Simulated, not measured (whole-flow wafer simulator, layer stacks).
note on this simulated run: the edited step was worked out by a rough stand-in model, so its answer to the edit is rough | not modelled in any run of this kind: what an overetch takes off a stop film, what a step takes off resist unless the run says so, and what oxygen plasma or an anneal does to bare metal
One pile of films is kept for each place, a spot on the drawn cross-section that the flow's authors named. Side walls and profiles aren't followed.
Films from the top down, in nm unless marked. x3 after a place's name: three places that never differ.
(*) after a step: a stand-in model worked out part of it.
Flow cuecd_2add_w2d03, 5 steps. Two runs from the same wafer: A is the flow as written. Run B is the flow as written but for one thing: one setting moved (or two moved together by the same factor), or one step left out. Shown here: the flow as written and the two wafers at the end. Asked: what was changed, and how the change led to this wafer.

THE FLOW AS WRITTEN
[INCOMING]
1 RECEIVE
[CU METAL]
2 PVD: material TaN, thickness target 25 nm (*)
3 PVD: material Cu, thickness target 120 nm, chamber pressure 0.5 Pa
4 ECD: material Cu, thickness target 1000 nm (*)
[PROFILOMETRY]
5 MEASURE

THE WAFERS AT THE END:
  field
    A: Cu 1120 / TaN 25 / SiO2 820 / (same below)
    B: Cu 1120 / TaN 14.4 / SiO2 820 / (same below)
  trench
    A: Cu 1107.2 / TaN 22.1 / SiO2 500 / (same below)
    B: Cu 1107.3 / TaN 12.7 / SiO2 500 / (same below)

The cause: step 2, PVD: thickness target 14.4 nm was run, where the flow has thickness target 25 nm.
It can be read off the wafer: field has TaN 14.4, and step 2 as written asks for 25 nm.

How the change led to this, step by step:
  2 PVD: material TaN, thickness target 25 nm (*)
      field: A TaN +25 (new film) | B TaN +14.4 (new film)
      trench: A TaN +22.1 (new film) | B TaN +12.7 (new film)
